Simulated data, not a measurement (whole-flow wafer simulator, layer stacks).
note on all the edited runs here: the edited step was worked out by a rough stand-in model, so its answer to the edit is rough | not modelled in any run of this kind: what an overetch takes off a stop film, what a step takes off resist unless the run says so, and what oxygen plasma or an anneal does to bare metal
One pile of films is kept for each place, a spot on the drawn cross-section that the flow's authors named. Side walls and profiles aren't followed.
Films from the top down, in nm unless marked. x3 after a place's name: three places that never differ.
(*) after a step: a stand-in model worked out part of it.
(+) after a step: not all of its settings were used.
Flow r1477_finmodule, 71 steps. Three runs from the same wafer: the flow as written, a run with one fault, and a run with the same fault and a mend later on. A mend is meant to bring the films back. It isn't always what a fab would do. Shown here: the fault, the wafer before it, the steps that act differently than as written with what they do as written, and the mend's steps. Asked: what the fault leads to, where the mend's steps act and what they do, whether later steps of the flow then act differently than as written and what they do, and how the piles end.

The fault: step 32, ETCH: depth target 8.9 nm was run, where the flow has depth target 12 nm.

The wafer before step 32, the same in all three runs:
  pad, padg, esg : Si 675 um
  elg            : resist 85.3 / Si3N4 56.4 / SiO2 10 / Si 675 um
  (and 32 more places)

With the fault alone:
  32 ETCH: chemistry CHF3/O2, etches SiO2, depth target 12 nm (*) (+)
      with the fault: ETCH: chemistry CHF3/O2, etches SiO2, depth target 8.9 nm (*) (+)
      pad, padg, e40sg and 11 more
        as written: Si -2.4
        with the fault: Si -1.78
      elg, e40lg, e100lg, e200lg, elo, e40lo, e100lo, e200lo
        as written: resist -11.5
        with the fault: resist -8.53
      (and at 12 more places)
  Later steps of the flow that act differently than as written (4 more steps differ only slightly, by at most 2% or 0.5 nm, whichever is larger, and aren't shown):
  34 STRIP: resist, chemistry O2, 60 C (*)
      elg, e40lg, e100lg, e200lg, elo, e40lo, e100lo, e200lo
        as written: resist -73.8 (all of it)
        with the fault: resist -76.7 (all of it)
  At the end the piles differ from the flow's only slightly at the places that both follow, by at most 2% or 0.5 nm, whichever is larger.

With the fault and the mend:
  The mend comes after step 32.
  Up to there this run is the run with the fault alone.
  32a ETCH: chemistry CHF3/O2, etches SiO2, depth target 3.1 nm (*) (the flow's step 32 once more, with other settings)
      pad, padg, e40sg and 11 more
        Si -0.62
      elg, e40lg, e100lg, e200lg, elo, e40lo, e100lo, e200lo
        resist -2.97
      s40sg_line, s45sg_line, s50sg_line, s40so_line, s45so_line, s50so_line
        SiO2 -3.1
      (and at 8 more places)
  No later step of the flow acts differently than as written, at any place that is followed, by more than 2% or 0.5 nm, whichever is larger.
  At the end the piles differ from the flow's only slightly at the places that both follow, by at most 2% or 0.5 nm, whichever is larger.
